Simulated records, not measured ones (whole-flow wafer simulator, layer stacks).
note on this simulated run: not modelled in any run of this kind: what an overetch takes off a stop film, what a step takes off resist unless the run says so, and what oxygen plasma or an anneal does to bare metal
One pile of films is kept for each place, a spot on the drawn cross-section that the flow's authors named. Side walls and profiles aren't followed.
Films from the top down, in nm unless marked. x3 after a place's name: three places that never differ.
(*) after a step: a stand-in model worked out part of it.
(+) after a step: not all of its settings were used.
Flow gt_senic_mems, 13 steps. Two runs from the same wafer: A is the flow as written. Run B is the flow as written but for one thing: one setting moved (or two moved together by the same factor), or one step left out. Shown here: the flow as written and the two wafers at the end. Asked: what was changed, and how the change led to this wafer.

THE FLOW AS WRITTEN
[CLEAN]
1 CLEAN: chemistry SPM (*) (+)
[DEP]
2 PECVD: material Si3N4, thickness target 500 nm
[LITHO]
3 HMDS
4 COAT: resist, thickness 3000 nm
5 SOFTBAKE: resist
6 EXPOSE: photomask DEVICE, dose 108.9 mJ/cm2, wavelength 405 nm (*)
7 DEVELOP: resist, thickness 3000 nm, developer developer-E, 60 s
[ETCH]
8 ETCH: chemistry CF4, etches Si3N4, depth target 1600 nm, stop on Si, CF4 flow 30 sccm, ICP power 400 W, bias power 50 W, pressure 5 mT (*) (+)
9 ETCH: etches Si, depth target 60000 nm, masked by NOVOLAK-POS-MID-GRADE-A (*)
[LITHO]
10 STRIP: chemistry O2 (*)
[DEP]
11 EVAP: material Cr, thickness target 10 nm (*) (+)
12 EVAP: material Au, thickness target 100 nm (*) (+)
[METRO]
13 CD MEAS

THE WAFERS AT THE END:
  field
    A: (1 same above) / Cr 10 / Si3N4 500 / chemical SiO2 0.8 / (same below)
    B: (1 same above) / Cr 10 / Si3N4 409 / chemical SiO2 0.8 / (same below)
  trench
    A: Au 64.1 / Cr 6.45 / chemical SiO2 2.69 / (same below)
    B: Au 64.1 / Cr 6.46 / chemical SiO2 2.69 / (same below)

The cause: step 2, PECVD: thickness target 409 nm was run, where the flow has thickness target 500 nm.
It can be read off the wafer: field has Si3N4 409, and step 2 as written asks for 500 nm.

How the change led to this, step by step:
  2 PECVD: material Si3N4, thickness target 500 nm
      field, trench: A Si3N4 +500 (new film) | B Si3N4 +409 (new film)
  8 ETCH: chemistry CF4, etches Si3N4, depth target 1600 nm, stop on Si, CF4 flow 30 sccm, ICP power 400 W, bias power 50 W, pressure 5 mT (*) (+)
      field: A resist -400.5 | B resist -339.9
      trench: A Si3N4 -500 (all of it), chemical SiO2 -0.8 (all of it) | B Si3N4 -409 (all of it), chemical SiO2 -0.8 (all of it)
  10 STRIP: chemistry O2 (*)
      field: A resist -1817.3 (all of it) | B resist -1878 (all of it)
